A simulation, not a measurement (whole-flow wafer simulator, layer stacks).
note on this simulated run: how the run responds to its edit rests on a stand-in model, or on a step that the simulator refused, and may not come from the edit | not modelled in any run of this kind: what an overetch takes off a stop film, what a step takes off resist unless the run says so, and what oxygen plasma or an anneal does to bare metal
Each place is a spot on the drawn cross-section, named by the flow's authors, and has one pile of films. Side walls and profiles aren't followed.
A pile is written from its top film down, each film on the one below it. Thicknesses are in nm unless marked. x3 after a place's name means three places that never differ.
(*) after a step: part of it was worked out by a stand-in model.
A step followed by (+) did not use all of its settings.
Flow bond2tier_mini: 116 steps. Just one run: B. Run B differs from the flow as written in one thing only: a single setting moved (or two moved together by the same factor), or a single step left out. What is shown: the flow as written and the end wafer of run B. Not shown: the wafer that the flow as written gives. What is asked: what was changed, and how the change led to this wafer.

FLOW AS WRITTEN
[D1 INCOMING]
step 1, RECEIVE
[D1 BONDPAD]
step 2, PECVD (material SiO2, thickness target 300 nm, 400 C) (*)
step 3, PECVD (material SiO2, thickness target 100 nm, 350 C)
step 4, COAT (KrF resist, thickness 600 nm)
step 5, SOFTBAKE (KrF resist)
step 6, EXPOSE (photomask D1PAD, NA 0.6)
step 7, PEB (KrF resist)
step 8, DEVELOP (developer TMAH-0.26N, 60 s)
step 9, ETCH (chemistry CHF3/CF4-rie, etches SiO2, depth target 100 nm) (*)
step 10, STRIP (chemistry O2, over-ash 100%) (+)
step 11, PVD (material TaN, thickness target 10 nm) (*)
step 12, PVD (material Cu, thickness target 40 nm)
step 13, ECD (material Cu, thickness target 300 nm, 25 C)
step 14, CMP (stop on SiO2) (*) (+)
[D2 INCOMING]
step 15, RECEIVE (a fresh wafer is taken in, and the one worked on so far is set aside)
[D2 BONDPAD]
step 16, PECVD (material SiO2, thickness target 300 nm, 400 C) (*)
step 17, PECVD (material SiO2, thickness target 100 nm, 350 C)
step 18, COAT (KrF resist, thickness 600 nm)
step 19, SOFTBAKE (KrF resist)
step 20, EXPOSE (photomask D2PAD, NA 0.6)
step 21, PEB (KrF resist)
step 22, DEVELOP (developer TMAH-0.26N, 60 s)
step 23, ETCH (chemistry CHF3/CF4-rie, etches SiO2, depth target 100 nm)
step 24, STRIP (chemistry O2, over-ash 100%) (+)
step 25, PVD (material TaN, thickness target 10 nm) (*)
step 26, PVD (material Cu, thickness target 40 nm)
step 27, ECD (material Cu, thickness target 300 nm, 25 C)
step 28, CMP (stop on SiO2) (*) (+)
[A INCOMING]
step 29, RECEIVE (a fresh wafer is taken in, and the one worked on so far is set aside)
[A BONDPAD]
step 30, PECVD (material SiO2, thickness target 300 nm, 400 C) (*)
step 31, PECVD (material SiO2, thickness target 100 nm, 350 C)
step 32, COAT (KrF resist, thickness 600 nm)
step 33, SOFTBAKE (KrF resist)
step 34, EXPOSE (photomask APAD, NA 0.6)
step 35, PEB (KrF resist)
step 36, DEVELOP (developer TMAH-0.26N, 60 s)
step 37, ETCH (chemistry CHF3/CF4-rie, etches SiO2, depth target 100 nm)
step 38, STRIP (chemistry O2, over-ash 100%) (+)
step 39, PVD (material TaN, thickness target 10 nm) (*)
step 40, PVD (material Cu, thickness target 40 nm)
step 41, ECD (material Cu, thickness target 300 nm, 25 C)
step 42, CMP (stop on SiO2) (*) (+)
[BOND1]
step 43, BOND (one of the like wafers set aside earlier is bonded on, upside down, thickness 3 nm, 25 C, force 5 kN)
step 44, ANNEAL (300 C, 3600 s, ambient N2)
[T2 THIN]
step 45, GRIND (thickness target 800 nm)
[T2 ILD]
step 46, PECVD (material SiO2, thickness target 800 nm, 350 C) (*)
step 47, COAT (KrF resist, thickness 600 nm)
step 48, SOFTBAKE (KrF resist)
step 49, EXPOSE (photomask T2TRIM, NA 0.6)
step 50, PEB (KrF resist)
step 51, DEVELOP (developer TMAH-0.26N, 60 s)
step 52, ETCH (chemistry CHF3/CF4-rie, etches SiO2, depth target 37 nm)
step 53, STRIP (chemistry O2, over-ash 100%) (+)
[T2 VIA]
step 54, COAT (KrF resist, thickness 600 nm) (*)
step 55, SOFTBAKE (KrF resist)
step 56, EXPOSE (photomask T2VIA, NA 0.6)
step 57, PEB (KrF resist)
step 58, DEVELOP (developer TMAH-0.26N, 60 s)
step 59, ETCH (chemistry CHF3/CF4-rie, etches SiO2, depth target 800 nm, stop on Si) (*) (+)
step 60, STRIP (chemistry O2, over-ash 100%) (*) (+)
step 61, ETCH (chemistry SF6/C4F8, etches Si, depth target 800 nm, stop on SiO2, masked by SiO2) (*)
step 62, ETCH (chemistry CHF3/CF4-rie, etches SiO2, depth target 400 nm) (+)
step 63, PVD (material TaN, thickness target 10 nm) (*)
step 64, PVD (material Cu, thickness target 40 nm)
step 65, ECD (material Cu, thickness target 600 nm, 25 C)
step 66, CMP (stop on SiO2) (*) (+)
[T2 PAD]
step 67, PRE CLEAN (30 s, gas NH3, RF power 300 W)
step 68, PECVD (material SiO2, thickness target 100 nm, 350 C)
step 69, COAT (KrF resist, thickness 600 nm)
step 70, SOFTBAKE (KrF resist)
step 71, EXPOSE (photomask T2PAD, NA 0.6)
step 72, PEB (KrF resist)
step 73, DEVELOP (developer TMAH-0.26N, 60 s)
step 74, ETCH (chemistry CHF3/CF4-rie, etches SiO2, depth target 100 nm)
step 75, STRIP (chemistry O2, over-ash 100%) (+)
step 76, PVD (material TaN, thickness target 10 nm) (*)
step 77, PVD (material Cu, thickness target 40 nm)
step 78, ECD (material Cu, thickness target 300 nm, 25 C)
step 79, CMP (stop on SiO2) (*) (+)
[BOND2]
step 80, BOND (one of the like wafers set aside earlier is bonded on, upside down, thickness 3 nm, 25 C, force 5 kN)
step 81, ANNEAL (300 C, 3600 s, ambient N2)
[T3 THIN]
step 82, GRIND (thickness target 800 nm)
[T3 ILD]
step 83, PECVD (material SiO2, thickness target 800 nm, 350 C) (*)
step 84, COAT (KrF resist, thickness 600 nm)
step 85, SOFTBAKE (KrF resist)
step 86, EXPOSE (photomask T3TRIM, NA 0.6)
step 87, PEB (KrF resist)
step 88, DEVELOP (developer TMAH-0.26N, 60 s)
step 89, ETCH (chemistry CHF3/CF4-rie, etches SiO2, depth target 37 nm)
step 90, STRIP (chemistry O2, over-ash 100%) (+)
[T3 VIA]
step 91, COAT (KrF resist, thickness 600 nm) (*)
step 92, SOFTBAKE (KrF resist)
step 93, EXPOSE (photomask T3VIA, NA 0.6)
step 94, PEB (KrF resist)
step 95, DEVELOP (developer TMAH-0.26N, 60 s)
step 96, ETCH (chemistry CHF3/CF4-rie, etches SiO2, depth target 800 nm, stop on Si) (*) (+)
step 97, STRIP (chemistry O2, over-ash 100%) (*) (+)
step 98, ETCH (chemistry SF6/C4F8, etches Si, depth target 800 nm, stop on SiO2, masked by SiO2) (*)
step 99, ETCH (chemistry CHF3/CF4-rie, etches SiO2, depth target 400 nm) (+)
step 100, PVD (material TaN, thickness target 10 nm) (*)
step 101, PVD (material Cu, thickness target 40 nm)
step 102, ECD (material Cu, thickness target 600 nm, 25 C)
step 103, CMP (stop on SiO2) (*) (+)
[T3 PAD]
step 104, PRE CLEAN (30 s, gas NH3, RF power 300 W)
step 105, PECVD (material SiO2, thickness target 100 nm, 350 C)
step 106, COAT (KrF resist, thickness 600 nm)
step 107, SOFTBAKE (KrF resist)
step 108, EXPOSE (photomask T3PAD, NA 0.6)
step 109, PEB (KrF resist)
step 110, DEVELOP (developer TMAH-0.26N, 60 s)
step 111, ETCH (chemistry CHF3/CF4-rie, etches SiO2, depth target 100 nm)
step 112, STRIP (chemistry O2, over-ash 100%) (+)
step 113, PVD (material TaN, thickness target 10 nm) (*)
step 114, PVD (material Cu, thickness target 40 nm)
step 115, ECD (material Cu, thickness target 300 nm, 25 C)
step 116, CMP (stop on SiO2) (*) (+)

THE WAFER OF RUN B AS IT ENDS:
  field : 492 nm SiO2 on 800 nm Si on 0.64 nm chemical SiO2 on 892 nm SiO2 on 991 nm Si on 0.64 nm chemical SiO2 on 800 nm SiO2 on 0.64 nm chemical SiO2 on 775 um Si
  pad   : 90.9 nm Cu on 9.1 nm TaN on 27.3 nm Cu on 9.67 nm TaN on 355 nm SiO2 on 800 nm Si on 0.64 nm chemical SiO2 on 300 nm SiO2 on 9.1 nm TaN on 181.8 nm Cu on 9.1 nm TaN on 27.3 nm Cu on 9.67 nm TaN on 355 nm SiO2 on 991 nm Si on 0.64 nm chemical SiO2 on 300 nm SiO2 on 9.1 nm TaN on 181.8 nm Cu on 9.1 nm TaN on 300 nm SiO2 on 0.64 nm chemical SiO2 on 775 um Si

Cause: step 45, GRIND: thickness target 991 nm was run, though the flow has thickness target 800 nm.
The wafer itself shows it: field has Si 991, and step 45 as written asks for 800 nm.

Step by step, how the change led to this:
  step 45, GRIND (thickness target 800 nm)
      field, pad, via: Si loses 774.01 um (as written it would have been: Si loses 774.2 um)
